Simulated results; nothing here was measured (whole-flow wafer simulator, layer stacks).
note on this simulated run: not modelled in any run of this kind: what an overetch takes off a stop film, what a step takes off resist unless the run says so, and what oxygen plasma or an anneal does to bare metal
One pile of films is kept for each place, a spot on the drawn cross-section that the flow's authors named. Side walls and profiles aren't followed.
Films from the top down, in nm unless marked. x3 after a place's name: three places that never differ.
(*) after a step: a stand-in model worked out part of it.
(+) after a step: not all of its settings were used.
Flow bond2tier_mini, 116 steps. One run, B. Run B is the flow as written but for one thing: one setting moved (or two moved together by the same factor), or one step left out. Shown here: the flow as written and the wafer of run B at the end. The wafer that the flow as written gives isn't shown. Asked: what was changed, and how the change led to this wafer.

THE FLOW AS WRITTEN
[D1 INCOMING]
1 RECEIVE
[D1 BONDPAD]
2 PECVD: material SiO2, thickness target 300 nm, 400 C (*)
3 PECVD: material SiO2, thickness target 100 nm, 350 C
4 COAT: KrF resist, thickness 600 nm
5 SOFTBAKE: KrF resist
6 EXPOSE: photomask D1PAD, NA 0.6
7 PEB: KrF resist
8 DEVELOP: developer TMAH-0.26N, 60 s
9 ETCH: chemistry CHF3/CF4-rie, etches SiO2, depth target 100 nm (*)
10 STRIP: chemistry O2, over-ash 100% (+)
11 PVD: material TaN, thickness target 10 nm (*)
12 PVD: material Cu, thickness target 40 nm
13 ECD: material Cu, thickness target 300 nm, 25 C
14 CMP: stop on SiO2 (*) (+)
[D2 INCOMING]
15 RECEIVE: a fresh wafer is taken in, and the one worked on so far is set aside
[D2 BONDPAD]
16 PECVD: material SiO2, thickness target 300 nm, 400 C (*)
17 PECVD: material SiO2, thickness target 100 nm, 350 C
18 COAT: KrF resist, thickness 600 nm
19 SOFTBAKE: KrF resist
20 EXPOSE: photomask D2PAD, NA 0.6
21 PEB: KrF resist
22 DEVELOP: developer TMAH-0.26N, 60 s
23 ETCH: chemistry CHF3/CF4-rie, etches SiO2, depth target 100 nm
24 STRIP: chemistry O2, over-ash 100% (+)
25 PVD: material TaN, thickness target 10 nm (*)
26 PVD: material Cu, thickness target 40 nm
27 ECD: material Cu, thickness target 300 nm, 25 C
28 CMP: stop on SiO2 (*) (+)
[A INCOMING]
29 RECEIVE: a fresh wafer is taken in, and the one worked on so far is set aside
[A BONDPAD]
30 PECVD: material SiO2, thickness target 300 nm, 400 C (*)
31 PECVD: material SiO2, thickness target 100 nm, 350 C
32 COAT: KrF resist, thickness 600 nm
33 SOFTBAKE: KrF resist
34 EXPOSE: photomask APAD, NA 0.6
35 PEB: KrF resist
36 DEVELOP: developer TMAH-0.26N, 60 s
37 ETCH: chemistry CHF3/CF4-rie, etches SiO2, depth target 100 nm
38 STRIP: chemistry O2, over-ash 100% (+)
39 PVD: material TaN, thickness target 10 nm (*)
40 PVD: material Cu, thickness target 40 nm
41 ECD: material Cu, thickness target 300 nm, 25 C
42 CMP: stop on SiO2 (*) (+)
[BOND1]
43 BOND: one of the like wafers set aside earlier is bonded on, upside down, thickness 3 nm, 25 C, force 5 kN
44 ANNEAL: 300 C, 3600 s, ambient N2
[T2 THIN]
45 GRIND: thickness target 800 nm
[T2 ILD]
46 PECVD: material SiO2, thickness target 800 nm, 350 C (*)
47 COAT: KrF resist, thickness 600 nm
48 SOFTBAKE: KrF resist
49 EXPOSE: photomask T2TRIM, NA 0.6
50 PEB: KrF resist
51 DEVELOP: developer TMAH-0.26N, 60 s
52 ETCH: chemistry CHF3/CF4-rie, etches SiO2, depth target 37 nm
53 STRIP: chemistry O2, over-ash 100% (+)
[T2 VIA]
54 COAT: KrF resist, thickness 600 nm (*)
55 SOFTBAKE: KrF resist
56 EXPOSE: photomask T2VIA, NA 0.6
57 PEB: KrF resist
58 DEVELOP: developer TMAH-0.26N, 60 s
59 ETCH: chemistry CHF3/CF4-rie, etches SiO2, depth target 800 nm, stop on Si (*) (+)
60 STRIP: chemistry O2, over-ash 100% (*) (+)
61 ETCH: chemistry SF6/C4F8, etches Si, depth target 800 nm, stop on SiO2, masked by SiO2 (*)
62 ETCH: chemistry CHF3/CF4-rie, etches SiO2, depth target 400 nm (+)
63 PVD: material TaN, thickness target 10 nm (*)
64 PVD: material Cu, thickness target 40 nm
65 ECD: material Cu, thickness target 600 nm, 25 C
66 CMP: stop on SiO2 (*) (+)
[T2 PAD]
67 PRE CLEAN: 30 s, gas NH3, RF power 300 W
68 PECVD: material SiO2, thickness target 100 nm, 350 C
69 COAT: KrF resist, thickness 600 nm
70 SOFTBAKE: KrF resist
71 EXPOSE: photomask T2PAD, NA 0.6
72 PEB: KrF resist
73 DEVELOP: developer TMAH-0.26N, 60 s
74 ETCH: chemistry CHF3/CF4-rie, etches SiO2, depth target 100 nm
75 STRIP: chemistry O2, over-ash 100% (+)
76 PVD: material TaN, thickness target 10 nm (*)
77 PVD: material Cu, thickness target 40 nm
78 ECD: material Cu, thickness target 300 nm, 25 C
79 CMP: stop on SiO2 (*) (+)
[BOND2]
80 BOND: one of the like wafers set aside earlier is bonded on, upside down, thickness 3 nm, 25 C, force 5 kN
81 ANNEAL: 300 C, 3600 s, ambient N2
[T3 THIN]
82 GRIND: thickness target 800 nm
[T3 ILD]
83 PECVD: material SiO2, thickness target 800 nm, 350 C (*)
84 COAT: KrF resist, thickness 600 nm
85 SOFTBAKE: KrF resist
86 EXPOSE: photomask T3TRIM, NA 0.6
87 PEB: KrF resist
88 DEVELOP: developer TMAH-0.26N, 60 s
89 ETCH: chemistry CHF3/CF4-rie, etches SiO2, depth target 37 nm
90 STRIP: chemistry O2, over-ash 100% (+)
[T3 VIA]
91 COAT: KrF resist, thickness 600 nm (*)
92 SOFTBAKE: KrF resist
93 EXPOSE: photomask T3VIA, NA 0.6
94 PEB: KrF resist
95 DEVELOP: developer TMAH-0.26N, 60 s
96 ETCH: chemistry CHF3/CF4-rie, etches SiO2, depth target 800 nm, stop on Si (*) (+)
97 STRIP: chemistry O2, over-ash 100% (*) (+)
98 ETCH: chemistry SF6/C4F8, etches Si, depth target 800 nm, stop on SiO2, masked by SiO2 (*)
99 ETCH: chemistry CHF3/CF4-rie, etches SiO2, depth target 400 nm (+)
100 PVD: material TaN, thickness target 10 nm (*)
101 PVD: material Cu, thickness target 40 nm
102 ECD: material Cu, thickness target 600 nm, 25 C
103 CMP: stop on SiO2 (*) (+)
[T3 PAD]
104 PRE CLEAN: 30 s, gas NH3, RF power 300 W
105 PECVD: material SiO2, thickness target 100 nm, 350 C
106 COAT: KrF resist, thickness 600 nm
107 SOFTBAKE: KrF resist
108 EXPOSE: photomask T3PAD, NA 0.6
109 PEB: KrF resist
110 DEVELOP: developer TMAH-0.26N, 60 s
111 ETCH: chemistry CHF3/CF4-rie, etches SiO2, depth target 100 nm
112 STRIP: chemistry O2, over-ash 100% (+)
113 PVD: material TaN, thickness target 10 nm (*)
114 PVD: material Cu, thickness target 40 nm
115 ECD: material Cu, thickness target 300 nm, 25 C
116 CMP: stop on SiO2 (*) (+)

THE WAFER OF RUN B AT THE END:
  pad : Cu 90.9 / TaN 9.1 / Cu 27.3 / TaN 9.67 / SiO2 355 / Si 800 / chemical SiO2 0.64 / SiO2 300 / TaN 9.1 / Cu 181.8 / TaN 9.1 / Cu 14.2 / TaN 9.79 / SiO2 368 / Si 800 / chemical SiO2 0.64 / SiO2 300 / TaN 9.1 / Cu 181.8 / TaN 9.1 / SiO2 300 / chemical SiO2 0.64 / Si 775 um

The cause: step 52, ETCH: depth target 24 nm was run, where the flow has depth target 37 nm.

How the change led to this, step by step:
  52 ETCH: chemistry CHF3/CF4-rie, etches SiO2, depth target 37 nm
      pad, via: SiO2 -24 (as written it would be: SiO2 -37)
      field: KrF resist -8 (as written it would be: KrF resist -12.3)
  65 ECD: material Cu, thickness target 600 nm, 25 C
      pad: Cu +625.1 (as written it would be: Cu +638.7)
